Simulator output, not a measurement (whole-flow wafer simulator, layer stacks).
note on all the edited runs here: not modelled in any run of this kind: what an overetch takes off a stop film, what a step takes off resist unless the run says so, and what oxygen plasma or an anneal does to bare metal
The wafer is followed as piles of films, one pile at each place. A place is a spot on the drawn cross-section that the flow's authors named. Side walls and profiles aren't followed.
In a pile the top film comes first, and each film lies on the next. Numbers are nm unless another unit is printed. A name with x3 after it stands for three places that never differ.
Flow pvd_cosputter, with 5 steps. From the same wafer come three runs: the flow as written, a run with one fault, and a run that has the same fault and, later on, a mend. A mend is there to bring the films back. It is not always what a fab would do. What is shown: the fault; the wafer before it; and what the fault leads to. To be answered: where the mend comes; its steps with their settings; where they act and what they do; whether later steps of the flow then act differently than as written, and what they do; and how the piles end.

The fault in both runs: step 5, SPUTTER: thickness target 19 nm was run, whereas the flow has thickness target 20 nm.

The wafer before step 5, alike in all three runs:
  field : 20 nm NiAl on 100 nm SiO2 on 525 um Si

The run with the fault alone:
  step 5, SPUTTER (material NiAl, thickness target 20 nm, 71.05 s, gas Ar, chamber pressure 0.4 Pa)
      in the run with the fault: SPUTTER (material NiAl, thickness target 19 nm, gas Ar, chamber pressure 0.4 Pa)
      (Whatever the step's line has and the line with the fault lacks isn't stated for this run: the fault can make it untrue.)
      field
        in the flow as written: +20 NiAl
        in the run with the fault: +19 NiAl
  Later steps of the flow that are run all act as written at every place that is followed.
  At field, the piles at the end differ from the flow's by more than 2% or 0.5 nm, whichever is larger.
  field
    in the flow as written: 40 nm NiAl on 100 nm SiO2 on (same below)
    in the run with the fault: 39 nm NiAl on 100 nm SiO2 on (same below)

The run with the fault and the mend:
  The mend follows step 5.
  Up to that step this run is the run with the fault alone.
  step 5a, SPUTTER (material NiAl, thickness target 1 nm, gas Ar, chamber pressure 0.4 Pa) (the flow's step 5, run once more with other settings)
      field
        +1 NiAl
  Later steps of the flow that are run all act as written at every place that is followed.
  By the end, the piles equal the flow's at every place that both follow.
